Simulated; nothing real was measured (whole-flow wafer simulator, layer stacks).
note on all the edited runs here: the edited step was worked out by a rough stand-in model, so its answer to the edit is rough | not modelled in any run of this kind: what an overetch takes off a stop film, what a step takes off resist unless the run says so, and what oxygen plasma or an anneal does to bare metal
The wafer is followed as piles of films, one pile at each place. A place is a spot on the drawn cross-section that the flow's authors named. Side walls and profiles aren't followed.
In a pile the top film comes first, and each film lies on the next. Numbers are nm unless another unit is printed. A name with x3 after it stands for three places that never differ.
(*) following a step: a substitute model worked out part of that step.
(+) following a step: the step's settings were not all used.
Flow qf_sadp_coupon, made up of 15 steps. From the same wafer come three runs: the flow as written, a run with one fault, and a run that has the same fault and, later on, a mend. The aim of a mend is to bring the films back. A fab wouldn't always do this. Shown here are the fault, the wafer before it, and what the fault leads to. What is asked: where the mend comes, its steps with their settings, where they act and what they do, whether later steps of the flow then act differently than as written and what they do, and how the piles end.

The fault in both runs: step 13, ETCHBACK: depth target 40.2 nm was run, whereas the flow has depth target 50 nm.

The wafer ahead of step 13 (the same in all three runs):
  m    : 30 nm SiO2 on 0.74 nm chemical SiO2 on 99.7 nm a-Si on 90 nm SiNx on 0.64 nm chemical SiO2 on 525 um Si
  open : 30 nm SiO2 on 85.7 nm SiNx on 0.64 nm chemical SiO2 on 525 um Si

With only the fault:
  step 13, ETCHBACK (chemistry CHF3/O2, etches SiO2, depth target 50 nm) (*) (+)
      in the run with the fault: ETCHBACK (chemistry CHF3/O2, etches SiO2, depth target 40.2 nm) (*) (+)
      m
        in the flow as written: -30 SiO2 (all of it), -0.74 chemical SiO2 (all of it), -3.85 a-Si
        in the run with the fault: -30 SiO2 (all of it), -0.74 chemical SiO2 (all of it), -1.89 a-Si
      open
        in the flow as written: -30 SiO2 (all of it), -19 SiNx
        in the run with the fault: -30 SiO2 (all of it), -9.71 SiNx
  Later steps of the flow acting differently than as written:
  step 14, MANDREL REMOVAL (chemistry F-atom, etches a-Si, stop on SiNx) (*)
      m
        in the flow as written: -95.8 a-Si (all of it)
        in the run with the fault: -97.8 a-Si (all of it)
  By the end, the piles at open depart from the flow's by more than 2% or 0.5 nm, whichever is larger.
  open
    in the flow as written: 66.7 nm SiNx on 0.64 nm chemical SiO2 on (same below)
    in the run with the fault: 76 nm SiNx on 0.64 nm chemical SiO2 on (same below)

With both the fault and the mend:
  The mend follows step 13.
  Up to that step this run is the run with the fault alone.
  step 13a, ETCHBACK (chemistry CHF3/O2, etches SiO2, depth target 9.8 nm) (*) (+) (a further turn of the flow's step 13, with different settings)
      m
        -1.96 a-Si
      open
        -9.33 SiNx
  Every later step of the flow that is run acts as written at every place that is followed.
  By the end, the piles equal the flow's at every place that both follow.
